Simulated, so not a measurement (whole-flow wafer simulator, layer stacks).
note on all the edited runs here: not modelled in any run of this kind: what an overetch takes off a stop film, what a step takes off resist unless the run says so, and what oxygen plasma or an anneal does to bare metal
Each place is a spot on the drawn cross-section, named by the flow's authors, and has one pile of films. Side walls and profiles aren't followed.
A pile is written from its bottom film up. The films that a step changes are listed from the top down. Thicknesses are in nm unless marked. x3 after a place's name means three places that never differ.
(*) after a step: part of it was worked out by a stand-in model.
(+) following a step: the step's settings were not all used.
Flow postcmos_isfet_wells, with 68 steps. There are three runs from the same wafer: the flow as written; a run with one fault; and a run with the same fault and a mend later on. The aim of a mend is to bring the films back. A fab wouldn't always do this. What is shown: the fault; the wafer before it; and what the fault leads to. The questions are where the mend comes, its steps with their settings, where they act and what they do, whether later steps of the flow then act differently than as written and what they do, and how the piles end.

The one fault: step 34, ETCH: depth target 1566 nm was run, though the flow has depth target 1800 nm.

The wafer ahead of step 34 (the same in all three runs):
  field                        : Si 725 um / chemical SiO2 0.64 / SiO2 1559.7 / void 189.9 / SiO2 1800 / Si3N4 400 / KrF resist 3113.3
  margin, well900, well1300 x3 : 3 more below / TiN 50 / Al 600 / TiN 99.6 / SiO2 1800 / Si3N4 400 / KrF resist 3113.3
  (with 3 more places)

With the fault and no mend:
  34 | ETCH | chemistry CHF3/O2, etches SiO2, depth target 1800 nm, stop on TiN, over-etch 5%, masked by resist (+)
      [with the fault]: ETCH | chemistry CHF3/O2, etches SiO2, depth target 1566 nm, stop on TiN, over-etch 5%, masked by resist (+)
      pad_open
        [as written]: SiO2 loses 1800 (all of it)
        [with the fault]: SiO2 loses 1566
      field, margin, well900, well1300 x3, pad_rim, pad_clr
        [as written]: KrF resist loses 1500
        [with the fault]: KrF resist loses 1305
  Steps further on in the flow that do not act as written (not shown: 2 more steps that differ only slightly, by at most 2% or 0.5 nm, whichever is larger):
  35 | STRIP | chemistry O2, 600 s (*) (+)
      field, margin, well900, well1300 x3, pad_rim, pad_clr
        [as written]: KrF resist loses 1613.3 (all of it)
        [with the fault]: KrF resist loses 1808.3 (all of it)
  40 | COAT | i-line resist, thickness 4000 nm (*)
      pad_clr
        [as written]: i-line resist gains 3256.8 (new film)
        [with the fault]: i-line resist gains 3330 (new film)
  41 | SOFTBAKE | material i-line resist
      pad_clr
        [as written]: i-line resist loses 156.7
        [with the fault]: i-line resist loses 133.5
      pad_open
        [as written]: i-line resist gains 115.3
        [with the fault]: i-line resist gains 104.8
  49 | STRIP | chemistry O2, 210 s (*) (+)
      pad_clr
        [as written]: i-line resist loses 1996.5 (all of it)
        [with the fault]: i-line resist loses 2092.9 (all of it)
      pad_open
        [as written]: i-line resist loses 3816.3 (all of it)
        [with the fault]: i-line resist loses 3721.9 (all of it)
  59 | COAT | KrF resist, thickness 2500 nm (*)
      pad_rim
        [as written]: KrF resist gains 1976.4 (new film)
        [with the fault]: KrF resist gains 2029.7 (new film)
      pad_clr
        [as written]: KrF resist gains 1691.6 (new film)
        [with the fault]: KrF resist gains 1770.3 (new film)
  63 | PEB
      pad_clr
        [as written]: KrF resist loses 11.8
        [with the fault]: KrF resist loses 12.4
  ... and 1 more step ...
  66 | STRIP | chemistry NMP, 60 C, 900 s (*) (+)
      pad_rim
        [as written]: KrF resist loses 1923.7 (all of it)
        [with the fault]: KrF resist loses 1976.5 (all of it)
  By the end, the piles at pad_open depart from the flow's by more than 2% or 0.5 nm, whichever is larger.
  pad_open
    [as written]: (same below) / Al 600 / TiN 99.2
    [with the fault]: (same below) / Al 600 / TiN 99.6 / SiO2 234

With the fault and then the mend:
  The mend follows step 34.
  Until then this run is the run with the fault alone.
  34a | ETCH | chemistry CHF3/O2, etches SiO2, depth target 234 nm, stop on TiN, over-etch 5%, masked by resist (the flow's step 34 again, with other settings)
      field, margin, well900, well1300 x3, pad_rim, pad_clr
        KrF resist loses 195
      pad_open
        SiO2 loses 234 (all of it)
  Every later step of the flow that is run acts as written at every place that is followed.
  At every place that both follow, the piles at the end match the flow's.
